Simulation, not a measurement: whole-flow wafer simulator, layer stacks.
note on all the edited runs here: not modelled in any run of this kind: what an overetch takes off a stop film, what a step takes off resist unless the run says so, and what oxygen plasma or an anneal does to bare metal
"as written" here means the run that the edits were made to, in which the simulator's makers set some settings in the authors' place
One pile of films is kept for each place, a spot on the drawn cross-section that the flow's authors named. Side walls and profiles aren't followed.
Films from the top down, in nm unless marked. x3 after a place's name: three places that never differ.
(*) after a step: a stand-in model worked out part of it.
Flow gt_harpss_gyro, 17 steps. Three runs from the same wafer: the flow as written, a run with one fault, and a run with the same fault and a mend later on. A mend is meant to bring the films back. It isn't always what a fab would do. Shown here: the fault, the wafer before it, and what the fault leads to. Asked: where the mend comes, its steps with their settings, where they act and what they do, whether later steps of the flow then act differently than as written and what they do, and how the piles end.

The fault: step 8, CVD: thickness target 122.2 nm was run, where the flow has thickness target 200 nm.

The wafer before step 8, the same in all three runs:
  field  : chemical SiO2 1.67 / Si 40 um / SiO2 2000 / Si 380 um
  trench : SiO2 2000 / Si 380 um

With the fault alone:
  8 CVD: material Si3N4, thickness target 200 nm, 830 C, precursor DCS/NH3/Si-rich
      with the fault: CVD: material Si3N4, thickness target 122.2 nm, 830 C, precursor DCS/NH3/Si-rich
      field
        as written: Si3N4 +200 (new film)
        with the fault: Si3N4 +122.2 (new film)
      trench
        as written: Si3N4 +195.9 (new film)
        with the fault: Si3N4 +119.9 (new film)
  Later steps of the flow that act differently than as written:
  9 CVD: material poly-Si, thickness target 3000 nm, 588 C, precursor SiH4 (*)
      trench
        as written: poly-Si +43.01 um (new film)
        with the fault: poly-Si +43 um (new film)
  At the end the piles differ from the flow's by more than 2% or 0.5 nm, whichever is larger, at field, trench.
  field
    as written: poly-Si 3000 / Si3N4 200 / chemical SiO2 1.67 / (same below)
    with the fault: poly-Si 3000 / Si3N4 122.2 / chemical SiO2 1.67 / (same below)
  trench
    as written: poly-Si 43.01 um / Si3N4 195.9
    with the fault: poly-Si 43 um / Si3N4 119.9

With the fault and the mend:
  The mend comes after step 8.
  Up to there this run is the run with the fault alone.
  8a ETCH: chemistry h3po4, depth target 140.6 nm
      field
        Si3N4 -122.2 (all of it)
      trench
        Si3N4 -119.9 (all of it)
  8b CLEAN: chemistry SPM (the flow's step 1 once more)
      changes no film at any place that is followed
  8c CVD: material Si3N4, thickness target 200 nm, 830 C, precursor DCS/NH3/Si-rich (the flow's step 8 once more)
      field
        Si3N4 +200 (new film)
      trench
        Si3N4 +195.9 (new film)
  No later step of the flow acts differently than as written at any place that is followed.
  At the end the piles are the same as the flow's at every place that both follow.
